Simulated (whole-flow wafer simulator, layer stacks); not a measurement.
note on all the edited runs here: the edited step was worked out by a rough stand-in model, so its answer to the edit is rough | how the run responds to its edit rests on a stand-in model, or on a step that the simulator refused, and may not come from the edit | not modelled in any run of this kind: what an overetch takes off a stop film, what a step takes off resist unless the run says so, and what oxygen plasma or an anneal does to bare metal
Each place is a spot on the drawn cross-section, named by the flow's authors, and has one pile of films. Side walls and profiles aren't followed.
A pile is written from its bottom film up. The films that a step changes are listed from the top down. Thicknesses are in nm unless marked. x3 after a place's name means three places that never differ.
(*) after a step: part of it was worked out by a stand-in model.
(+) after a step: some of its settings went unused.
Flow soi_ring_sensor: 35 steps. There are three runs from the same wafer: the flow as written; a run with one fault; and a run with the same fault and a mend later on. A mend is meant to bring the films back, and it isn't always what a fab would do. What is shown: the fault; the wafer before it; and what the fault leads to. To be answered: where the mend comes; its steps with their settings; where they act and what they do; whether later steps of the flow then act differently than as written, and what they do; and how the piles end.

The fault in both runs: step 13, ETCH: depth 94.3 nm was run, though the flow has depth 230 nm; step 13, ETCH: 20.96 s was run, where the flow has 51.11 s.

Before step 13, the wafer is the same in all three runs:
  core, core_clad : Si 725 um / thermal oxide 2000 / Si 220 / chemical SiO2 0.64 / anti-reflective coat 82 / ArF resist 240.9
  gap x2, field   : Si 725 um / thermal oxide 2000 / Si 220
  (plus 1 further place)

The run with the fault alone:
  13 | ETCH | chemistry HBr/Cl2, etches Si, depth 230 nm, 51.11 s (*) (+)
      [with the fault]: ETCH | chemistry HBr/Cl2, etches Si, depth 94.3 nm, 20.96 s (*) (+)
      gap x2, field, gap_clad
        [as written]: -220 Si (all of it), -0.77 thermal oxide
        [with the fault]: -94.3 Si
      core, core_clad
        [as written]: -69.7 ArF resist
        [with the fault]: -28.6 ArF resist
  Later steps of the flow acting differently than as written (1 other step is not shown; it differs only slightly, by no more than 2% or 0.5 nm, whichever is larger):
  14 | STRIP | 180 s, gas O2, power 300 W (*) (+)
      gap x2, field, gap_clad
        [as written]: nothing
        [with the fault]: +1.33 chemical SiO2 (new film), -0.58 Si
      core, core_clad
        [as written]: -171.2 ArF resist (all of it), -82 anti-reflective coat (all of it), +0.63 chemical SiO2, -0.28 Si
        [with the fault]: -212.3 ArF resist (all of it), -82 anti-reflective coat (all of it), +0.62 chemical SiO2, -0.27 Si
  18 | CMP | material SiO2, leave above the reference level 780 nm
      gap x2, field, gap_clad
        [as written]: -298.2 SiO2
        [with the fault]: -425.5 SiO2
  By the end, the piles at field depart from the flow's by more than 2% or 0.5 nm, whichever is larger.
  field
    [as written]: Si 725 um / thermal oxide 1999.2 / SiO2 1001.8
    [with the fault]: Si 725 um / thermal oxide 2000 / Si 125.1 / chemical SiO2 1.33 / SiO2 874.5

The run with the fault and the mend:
  After step 13 comes the mend.
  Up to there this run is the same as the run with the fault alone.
  13a | ETCH | chemistry HBr/Cl2, etches Si, depth 135.7 nm, 30.15 s (*) (+) (a further turn of the flow's step 13, with different settings)
      gap x2, field, gap_clad
        -125.7 Si (all of it), -0.77 thermal oxide
      core, core_clad
        -41.1 ArF resist
  Every later step of the flow that is run acts as written at every place that is followed.
  At every place that both follow, the piles at the end match the flow's.
